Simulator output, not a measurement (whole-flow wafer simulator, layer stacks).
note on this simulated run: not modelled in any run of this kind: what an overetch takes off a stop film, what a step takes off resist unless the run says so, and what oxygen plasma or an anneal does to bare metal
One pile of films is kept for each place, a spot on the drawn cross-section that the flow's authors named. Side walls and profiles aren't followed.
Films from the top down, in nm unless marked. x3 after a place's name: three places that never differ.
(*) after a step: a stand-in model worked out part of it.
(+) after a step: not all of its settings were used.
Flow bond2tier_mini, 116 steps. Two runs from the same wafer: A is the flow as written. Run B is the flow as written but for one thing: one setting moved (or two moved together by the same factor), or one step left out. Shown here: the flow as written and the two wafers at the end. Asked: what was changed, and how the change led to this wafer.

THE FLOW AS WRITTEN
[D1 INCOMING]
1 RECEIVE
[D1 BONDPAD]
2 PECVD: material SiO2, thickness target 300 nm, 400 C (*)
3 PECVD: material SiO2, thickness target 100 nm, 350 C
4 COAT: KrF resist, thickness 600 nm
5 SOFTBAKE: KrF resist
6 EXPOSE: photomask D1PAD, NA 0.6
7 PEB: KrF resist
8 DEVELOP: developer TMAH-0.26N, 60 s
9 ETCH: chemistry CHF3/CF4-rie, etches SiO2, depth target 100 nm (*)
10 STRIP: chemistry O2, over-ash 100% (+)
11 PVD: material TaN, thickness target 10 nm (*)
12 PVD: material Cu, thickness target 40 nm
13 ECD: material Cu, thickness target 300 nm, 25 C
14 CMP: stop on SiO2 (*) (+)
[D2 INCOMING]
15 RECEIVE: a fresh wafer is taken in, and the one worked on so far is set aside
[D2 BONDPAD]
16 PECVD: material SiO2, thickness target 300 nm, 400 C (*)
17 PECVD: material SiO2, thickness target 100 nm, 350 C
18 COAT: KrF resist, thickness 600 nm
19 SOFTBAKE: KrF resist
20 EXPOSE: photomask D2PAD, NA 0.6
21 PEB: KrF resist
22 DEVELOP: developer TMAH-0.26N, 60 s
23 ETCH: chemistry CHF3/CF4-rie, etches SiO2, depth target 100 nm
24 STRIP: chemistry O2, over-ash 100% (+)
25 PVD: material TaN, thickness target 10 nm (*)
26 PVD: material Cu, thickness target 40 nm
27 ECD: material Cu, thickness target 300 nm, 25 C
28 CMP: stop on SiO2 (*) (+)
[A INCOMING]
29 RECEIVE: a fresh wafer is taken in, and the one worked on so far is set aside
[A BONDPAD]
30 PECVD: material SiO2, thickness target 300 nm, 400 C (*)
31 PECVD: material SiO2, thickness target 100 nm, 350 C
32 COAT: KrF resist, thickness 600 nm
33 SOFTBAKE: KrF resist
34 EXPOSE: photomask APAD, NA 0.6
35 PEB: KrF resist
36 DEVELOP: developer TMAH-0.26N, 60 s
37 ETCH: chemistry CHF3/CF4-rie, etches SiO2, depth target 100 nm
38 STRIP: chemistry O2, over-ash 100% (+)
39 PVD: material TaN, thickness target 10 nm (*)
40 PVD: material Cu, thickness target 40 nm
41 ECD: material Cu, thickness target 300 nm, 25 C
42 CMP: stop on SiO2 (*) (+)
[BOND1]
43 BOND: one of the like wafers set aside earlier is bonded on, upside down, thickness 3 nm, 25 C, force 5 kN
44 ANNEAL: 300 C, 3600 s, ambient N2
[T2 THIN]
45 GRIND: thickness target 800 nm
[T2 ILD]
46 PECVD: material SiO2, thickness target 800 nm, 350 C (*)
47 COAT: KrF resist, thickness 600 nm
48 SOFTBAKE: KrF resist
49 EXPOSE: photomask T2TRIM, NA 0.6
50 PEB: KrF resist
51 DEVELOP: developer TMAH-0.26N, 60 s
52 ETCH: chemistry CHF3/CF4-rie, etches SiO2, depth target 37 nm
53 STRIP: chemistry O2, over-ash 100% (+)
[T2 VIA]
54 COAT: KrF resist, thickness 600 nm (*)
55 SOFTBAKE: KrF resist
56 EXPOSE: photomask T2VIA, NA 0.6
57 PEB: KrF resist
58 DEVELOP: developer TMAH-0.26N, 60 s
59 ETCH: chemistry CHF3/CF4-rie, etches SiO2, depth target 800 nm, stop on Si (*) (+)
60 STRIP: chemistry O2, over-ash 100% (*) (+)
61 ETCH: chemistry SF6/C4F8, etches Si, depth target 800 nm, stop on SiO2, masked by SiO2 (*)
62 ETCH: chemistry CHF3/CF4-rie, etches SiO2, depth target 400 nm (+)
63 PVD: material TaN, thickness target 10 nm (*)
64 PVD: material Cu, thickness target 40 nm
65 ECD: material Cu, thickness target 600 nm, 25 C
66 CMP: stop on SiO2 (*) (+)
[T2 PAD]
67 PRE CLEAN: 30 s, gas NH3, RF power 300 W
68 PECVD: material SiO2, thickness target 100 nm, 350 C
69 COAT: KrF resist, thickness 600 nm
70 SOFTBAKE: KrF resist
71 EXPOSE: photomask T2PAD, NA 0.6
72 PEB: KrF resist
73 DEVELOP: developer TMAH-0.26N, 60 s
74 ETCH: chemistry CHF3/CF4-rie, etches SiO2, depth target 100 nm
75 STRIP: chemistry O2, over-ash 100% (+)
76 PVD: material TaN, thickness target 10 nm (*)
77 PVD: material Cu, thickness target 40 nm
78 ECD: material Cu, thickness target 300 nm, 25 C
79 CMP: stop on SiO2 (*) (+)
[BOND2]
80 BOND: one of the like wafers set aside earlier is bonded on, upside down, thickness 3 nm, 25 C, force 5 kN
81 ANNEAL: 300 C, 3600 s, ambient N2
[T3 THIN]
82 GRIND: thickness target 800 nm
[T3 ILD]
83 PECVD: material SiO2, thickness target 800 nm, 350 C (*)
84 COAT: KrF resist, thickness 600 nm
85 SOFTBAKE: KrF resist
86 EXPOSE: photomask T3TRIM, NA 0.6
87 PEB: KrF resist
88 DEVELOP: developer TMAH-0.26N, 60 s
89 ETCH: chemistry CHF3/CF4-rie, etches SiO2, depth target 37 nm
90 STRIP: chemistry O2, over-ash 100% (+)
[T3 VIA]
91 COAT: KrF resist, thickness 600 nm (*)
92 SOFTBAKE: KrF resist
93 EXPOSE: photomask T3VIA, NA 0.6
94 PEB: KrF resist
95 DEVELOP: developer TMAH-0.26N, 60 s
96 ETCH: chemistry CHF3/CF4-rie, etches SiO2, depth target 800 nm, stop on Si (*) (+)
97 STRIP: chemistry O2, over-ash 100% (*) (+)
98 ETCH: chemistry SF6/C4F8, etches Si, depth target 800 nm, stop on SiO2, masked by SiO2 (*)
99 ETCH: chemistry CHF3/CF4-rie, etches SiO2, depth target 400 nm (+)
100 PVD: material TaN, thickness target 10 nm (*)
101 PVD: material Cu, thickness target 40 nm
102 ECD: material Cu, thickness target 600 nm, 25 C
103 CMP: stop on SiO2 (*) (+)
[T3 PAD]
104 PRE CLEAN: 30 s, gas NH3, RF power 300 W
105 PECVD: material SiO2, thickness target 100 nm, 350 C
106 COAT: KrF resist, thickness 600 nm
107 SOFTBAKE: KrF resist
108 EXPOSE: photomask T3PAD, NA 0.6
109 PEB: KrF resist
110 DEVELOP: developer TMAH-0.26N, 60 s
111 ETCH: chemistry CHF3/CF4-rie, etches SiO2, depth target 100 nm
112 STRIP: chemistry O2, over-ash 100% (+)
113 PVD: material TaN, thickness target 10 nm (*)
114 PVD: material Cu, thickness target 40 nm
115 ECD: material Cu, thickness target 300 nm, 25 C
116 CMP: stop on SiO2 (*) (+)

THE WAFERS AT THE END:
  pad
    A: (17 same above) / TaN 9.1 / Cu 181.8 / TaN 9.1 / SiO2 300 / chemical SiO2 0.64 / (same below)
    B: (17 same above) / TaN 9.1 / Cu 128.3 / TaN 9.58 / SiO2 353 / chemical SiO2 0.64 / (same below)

The cause: step 37, ETCH: depth target 47 nm was run, where the flow has depth target 100 nm.

How the change led to this, step by step:
  37 ETCH: chemistry CHF3/CF4-rie, etches SiO2, depth target 100 nm
      pad, via: A SiO2 -100 | B SiO2 -47
      field: A KrF resist -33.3 | B KrF resist -15.7
  38 STRIP: chemistry O2, over-ash 100% (+)
      field: A KrF resist -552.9 (all of it) | B KrF resist -570.6 (all of it)
  40 PVD: material Cu, thickness target 40 nm
      pad: A Cu +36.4 (new film) | B Cu +38.3 (new film)
  41 ECD: material Cu, thickness target 300 nm, 25 C
      pad: A Cu +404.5 | B Cu +349.1
      via: A Cu +400.2 | B Cu +347
